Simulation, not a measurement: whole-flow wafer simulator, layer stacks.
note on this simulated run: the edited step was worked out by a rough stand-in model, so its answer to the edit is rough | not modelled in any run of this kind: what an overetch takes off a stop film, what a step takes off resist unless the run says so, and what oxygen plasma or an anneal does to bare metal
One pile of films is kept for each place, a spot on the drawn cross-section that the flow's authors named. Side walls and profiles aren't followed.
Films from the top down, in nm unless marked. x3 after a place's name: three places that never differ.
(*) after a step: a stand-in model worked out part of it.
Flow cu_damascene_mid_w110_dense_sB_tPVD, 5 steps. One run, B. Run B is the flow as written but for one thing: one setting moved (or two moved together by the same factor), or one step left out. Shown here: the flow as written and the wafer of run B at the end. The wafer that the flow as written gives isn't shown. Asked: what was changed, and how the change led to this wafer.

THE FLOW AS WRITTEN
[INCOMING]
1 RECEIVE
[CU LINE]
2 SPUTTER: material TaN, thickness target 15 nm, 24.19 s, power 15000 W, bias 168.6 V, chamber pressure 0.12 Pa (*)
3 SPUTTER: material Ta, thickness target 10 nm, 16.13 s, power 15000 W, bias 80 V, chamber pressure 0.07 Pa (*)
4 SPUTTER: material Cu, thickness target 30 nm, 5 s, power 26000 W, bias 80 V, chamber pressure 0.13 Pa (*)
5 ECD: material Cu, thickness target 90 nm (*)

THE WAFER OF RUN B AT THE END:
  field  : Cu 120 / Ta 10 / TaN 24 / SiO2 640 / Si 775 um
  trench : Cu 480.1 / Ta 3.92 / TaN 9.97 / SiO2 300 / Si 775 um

The cause: step 2, SPUTTER: 38.7 s was run, where the flow has 24.19 s.

How the change led to this, step by step:
  2 SPUTTER: material TaN, thickness target 15 nm, 24.19 s, power 15000 W, bias 168.6 V, chamber pressure 0.12 Pa (*)
      field: TaN +24 (new film) (as written it would be: TaN +15 (new film))
      trench: TaN +9.97 (new film) (as written it would be: TaN +6.23 (new film))
